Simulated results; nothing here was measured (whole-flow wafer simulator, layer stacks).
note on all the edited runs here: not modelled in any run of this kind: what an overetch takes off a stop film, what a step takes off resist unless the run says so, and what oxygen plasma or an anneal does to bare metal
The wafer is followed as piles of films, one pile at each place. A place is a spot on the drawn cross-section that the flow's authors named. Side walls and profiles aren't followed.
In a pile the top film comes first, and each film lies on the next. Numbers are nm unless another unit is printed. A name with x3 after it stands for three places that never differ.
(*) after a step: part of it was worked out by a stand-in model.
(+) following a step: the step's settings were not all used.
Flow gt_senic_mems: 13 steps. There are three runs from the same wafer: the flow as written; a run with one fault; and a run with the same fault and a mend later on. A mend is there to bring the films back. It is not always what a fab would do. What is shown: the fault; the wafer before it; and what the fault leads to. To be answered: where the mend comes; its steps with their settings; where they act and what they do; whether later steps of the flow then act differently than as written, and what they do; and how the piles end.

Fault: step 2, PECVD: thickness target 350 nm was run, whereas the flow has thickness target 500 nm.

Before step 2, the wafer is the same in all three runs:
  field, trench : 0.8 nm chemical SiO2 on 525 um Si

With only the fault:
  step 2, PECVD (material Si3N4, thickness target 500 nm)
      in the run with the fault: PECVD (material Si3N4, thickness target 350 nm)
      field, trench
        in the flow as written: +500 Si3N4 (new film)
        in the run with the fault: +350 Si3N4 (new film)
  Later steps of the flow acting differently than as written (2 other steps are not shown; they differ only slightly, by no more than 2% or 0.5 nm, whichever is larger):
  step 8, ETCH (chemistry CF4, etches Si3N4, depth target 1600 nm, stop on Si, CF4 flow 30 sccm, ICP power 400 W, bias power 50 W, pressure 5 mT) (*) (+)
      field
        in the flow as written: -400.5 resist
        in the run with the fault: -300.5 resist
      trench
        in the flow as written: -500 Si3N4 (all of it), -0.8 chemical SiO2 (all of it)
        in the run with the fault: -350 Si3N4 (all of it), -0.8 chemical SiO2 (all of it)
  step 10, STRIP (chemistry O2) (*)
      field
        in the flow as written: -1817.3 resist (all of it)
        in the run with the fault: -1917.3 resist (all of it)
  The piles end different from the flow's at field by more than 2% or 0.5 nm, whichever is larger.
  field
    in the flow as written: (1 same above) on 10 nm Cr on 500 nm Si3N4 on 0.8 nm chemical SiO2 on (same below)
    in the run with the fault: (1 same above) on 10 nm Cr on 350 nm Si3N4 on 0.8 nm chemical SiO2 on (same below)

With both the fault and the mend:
  The mend stands after step 2.
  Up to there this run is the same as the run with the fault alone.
  step 2a, PECVD (material Si3N4, thickness target 150 nm) (the flow's step 2 again, with other settings)
      field, trench
        +150 Si3N4
  Every later step of the flow that is run acts as written at every place that is followed.
  At every place that both follow, the piles at the end match the flow's.
